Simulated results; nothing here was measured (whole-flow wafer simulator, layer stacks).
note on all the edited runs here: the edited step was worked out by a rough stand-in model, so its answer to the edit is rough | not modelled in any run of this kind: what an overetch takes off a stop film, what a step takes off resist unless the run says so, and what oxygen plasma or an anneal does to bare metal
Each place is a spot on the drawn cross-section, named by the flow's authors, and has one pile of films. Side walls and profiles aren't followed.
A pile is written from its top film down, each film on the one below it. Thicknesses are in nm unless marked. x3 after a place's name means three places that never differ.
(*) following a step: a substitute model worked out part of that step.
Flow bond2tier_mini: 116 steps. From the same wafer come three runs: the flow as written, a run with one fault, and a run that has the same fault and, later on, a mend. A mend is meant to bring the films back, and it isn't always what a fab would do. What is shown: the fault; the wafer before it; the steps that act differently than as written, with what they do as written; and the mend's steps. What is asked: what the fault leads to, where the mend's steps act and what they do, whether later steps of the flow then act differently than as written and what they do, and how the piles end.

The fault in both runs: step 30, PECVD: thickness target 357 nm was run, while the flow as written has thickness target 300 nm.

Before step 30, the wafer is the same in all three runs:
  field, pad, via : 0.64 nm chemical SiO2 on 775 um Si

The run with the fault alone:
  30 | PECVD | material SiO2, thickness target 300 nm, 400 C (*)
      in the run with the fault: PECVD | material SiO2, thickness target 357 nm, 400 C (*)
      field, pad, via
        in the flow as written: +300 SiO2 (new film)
        in the run with the fault: +357 SiO2 (new film)
  None of the later steps of the flow acts differently than as written at any place that is followed.
  At field, pad, the piles at the end differ from the flow's by more than 2% or 0.5 nm, whichever is larger.
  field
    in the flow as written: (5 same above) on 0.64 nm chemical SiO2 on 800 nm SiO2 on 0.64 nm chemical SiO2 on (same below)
    in the run with the fault: (5 same above) on 0.64 nm chemical SiO2 on 857 nm SiO2 on 0.64 nm chemical SiO2 on (same below)
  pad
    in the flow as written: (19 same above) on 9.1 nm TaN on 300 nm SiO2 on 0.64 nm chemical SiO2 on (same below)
    in the run with the fault: (19 same above) on 9.1 nm TaN on 357 nm SiO2 on 0.64 nm chemical SiO2 on (same below)

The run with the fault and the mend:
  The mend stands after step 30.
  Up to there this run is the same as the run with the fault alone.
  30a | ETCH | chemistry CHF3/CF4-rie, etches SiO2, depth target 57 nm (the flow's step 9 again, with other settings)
      field, pad, via
        -57 SiO2
  None of the later steps of the flow acts differently than as written at any place that is followed.
  At every place that both follow, the piles at the end match the flow's.
